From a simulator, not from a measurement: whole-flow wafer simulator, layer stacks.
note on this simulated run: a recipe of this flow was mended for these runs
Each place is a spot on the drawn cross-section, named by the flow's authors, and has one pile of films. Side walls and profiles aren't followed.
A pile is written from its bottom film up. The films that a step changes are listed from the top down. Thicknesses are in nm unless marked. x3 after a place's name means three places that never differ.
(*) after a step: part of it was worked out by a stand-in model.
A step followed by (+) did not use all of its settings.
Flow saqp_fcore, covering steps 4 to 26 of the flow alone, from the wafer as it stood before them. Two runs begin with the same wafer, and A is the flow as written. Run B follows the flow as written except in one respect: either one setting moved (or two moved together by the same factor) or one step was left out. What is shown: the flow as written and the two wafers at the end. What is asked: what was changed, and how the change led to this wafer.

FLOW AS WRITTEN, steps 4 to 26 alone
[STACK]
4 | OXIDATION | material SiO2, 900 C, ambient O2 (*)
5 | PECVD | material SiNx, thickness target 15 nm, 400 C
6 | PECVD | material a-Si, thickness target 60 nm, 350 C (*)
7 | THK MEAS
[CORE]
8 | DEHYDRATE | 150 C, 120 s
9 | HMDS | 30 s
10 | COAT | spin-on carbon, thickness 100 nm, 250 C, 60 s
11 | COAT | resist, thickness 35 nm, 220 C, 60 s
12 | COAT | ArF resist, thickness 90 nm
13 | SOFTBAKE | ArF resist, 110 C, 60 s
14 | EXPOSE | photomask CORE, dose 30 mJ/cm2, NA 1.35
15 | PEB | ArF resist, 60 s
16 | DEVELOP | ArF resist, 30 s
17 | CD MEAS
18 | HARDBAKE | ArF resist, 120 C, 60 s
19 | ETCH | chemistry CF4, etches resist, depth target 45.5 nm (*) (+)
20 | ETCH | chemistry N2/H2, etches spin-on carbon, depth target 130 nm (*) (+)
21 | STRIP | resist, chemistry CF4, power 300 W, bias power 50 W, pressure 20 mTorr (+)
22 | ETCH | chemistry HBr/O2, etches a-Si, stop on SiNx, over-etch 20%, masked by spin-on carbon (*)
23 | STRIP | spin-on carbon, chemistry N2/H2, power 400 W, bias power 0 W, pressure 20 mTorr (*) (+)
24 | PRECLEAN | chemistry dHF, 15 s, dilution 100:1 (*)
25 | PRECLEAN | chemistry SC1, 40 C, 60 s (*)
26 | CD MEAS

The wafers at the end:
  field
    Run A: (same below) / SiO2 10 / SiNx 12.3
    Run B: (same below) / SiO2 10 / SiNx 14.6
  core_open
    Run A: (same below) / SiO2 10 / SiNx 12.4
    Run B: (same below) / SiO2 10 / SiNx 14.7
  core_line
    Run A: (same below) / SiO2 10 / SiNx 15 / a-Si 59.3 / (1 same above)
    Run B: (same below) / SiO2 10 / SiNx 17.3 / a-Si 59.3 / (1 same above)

Cause: step 5, PECVD: thickness target 17.3 nm was run, while the flow as written has thickness target 15 nm.
The wafer lets one read it off: core_line has SiNx 17.3, and step 5 as written asks for 15 nm.

The path from the change to this, step by step:
  5 | PECVD | material SiNx, thickness target 15 nm, 400 C
      field, core_open, core_line: A +15 SiNx (new film) | B +17.3 SiNx (new film)
